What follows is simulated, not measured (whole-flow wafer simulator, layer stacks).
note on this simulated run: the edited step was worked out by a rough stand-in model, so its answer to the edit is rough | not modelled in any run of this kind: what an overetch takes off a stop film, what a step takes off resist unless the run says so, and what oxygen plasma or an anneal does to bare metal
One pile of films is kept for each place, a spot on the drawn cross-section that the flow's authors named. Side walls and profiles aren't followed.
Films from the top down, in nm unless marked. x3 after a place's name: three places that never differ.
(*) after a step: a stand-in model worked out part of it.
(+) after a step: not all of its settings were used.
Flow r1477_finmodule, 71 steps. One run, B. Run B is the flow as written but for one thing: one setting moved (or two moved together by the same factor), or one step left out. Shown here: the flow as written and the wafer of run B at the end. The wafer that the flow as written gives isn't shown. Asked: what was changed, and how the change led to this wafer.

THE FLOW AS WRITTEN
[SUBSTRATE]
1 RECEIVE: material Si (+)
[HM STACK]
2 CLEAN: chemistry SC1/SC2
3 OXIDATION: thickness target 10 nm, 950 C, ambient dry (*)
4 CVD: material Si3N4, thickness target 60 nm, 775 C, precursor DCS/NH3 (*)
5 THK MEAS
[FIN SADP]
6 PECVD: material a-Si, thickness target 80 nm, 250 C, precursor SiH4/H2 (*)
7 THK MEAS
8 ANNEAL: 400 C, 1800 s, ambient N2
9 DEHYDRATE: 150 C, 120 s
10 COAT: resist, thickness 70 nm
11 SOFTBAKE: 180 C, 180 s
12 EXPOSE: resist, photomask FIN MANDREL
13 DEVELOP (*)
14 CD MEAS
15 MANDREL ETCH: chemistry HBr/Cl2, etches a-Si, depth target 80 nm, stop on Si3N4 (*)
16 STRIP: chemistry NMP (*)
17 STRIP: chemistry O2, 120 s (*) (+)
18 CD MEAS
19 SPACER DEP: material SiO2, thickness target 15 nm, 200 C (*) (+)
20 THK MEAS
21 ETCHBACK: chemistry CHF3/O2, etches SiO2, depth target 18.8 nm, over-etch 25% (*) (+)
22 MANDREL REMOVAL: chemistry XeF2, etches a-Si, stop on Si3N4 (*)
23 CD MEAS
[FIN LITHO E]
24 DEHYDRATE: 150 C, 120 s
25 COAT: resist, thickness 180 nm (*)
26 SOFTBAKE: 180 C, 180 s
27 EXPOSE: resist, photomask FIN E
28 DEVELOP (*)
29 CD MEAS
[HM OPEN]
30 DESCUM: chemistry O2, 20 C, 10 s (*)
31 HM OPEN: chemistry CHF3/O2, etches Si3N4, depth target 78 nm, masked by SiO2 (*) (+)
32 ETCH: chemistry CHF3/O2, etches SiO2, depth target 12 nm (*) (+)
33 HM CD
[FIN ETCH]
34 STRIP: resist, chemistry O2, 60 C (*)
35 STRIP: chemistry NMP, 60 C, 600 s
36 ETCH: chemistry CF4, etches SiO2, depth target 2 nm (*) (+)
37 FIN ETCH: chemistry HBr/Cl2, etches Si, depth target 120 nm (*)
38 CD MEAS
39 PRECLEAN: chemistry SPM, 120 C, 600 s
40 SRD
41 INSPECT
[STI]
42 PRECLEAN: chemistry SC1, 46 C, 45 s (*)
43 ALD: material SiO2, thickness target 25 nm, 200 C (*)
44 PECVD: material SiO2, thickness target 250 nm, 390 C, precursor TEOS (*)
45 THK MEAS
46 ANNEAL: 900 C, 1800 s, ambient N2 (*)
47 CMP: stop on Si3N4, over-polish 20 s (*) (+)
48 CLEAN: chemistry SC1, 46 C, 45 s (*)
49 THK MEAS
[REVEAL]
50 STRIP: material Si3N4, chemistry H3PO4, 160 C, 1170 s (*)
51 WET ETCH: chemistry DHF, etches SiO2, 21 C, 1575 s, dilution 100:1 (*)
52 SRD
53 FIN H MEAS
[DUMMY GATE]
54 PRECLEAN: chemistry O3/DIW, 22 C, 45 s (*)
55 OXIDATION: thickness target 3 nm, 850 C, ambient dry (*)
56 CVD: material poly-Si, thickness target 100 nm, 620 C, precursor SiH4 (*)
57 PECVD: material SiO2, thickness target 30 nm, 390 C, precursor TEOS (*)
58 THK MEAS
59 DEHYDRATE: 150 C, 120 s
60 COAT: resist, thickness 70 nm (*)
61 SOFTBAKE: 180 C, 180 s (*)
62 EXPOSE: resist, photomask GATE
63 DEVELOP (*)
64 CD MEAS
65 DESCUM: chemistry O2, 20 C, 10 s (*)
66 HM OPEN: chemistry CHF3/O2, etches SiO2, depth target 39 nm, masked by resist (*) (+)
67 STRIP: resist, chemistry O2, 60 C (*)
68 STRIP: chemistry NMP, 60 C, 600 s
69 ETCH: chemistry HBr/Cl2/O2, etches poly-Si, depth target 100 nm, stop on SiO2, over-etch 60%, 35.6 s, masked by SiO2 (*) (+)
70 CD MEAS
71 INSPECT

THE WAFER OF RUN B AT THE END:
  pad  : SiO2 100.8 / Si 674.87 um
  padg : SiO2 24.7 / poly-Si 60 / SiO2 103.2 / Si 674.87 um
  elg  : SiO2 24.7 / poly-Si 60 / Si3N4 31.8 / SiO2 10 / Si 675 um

The cause: step 56, CVD: thickness target 60 nm was run, where the flow has thickness target 100 nm.
It can be read off the wafer: padg has poly-Si 60, and step 56 as written asks for 100 nm.

How the change led to this, step by step:
  56 CVD: material poly-Si, thickness target 100 nm, 620 C, precursor SiH4 (*)
      pad, padg, elg and 26 more: poly-Si +60 (new film) (as written it would be: poly-Si +100 (new film))
      s40cg, s40co: poly-Si +72.5 (new film) (as written it would be: poly-Si +113.9 (new film))
      (and at 5 more places)
  60 COAT: resist, thickness 70 nm (*)
      s45cg, s45co: resist +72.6 (new film) (as written it would be: resist +71 (new film))
      s50cg, s50co: resist +73.5 (new film) (as written it would be: resist +71.5 (new film))
  63 DEVELOP (*)
      s45co: resist -72.6 (all of it) (as written it would be: resist -71 (all of it))
      s50co: resist -73.5 (all of it) (as written it would be: resist -71.5 (all of it))
  67 STRIP: resist, chemistry O2, 60 C (*)
      s40cg: resist -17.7 (all of it) (as written it would be: resist -16.5 (all of it))
      s45cg: resist -18.5 (all of it) (as written it would be: resist -16.9 (all of it))
      (and at 1 more place)
  69 ETCH: chemistry HBr/Cl2/O2, etches poly-Si, depth target 100 nm, stop on SiO2, over-etch 60%, 35.6 s, masked by SiO2 (*) (+)
      pad, eso, e40so and 8 more: chemical SiO2 -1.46 (all of it), poly-Si -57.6 (all of it), SiO2 -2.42 (as written it would be: chemical SiO2 -1.46 (all of it), poly-Si -97.6 (all of it), SiO2 -0.42)
      elo, e40lo, e100lo, e200lo: chemical SiO2 -1.46 (all of it), poly-Si -57.6 (all of it), Si3N4 -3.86 (as written it would be: chemical SiO2 -1.46 (all of it), poly-Si -97.6 (all of it), Si3N4 -0.22)
      (and at 3 more places)
